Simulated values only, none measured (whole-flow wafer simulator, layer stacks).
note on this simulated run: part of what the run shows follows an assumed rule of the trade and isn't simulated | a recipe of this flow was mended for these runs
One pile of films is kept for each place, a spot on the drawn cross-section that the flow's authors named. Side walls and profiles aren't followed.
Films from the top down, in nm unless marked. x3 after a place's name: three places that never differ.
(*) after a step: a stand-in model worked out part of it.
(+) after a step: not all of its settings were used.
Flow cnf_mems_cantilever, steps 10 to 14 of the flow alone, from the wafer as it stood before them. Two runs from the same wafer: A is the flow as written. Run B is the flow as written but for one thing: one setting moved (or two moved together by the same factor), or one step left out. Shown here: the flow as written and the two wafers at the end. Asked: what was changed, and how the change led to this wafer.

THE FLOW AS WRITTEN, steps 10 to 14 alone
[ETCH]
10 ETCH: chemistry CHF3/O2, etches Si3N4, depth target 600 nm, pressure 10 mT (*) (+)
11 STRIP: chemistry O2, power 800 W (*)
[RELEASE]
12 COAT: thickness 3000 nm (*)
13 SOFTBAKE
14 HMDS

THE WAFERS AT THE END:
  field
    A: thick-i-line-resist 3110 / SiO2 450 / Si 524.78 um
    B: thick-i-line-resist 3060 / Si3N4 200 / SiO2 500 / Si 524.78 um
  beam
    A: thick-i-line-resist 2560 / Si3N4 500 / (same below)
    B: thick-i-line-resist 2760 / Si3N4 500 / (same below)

The cause: step 10, ETCH: depth target 300 nm was run, where the flow has depth target 600 nm.

How the change led to this, step by step:
  10 ETCH: chemistry CHF3/O2, etches Si3N4, depth target 600 nm, pressure 10 mT (*) (+)
      field: A Si3N4 -500 (all of it), SiO2 -50 | B Si3N4 -300
      beam: A KrF-resist -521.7 | B KrF-resist -260.9
  11 STRIP: chemistry O2, power 800 W (*)
      beam: A KrF-resist -460.9 (all of it) | B KrF-resist -721.8 (all of it)
  12 COAT: thickness 3000 nm (*)
      beam: A thick-i-line-resist +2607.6 (new film) | B thick-i-line-resist +2783.7 (new film)
  13 SOFTBAKE
      field: A thick-i-line-resist +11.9 | B thick-i-line-resist +5.93
      beam: A thick-i-line-resist -47.6 | B thick-i-line-resist -23.7
